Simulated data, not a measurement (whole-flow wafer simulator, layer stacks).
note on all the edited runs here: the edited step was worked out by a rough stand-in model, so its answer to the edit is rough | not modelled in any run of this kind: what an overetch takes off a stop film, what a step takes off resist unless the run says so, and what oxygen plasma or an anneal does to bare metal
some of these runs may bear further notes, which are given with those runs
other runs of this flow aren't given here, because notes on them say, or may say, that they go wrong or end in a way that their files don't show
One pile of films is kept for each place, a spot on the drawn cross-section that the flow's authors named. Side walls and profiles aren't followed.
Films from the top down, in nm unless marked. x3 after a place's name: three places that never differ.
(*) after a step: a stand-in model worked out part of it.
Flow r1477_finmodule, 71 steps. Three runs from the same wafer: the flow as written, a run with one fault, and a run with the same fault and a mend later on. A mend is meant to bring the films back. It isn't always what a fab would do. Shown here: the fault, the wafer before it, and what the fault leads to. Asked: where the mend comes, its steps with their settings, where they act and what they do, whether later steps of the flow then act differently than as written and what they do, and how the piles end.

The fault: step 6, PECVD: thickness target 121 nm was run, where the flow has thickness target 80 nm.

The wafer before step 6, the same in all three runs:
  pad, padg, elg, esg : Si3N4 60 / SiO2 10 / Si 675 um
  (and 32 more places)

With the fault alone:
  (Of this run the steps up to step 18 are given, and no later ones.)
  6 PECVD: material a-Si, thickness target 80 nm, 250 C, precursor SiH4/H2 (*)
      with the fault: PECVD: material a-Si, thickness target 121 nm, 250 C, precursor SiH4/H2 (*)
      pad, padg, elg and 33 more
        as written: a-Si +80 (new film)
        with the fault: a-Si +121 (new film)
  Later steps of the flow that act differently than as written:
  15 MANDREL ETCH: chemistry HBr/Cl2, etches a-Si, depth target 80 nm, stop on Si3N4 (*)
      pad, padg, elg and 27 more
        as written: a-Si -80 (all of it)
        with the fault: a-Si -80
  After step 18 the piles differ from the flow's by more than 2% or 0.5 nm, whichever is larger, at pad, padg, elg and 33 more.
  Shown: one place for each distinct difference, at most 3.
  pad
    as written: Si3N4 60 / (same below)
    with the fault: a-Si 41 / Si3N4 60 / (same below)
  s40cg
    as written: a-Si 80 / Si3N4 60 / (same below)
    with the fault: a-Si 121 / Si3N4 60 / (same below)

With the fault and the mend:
  The mend comes after step 7.
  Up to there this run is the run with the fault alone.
  7a ETCH: chemistry tmah, depth target 139.1 nm
      pad, padg, elg and 33 more
        a-Si -121 (all of it)
  7b PECVD: material a-Si, thickness target 80 nm, 250 C, precursor SiH4/H2 (*) (the flow's step 6 once more)
      pad, padg, elg and 33 more
        a-Si +80 (new film)
  No later step of the flow acts differently than as written at any place that is followed.
  At the end the piles are the same as the flow's at every place that both follow.
